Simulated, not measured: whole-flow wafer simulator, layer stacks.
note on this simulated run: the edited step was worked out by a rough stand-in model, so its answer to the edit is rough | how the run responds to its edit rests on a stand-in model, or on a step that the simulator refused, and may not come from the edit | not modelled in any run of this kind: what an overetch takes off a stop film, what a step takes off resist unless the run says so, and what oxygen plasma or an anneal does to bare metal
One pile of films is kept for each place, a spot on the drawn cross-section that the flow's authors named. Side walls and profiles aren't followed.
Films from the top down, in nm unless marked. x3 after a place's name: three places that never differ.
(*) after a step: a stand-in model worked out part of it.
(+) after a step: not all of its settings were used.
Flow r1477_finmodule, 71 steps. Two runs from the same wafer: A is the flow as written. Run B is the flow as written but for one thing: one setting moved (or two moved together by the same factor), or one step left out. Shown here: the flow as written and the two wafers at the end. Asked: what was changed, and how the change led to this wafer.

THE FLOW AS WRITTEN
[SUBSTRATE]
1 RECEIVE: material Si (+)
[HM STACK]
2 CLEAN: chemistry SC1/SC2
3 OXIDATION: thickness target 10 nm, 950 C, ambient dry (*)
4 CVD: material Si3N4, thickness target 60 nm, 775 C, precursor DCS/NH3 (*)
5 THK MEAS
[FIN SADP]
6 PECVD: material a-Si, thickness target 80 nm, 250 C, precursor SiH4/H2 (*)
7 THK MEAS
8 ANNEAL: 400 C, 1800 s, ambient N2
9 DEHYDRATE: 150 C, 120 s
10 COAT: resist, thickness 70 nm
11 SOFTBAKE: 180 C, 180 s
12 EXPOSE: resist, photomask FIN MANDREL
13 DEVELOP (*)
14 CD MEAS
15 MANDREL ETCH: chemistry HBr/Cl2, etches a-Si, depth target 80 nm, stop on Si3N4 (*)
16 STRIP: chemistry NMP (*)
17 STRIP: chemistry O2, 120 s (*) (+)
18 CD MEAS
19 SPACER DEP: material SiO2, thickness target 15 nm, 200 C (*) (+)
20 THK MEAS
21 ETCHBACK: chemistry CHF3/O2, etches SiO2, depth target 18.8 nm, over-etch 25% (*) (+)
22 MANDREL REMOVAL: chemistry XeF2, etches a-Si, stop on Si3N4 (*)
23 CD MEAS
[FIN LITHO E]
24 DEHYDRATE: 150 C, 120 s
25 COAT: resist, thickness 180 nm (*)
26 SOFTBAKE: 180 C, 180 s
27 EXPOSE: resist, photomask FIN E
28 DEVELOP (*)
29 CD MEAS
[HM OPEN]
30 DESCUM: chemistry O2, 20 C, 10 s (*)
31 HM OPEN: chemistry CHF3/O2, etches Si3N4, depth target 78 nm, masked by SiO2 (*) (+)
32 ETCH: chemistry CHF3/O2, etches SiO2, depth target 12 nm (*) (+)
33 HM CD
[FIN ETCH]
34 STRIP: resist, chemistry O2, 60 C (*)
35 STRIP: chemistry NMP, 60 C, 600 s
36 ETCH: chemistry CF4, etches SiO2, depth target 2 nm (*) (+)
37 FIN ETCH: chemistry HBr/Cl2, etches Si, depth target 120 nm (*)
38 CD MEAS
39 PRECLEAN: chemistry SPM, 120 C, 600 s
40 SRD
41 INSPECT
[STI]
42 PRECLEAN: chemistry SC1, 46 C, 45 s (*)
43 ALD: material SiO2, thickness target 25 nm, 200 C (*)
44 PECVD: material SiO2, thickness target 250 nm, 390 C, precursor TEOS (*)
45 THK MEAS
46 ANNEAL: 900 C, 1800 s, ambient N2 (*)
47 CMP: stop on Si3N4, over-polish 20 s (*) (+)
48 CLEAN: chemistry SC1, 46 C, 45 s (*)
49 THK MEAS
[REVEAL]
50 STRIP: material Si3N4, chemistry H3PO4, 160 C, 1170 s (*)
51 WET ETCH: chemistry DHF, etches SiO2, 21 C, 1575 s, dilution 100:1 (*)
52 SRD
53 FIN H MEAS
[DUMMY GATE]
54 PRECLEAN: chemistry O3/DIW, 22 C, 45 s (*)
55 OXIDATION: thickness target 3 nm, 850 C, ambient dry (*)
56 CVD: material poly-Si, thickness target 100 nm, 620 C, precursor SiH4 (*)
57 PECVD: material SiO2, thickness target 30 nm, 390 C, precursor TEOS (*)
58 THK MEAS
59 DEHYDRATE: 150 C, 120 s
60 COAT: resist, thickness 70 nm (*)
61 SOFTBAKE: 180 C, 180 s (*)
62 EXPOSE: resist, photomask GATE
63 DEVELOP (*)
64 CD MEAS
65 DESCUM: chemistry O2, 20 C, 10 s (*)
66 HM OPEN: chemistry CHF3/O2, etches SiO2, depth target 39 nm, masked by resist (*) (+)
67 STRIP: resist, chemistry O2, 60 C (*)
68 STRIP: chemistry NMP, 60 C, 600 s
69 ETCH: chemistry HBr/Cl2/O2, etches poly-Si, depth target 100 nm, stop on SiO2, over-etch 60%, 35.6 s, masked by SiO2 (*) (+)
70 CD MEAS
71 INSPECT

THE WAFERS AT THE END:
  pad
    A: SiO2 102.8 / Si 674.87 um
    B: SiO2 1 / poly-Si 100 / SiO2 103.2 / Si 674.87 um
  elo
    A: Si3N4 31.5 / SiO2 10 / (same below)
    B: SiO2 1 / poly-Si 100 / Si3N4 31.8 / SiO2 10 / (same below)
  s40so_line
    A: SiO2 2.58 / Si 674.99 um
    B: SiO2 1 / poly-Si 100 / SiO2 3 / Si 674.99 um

The cause: step 57, PECVD: thickness target 45.3 nm was run, where the flow has thickness target 30 nm.

How the change led to this, step by step:
  57 PECVD: material SiO2, thickness target 30 nm, 390 C, precursor TEOS (*)
      pad, padg, elg and 33 more: A SiO2 +30 (new film) | B SiO2 +45.3 (new film)
  66 HM OPEN: chemistry CHF3/O2, etches SiO2, depth target 39 nm, masked by resist (*) (+)
      pad, elo, eso and 15 more: A SiO2 -30 (all of it), poly-Si -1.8 | B SiO2 -39
  67 STRIP: resist, chemistry O2, 60 C (*)
      pad, elo, eso and 15 more: A chemical SiO2 +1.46 (new film), poly-Si -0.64 | B nothing
  69 ETCH: chemistry HBr/Cl2/O2, etches poly-Si, depth target 100 nm, stop on SiO2, over-etch 60%, 35.6 s, masked by SiO2 (*) (+)
      pad, eso, e40so and 8 more: A chemical SiO2 -1.46 (all of it), poly-Si -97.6 (all of it), SiO2 -0.42 | B SiO2 -5.3
      elo, e40lo, e100lo, e200lo: A chemical SiO2 -1.46 (all of it), poly-Si -97.6 (all of it), Si3N4 -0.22 | B SiO2 -5.3
      (and at 3 more places)
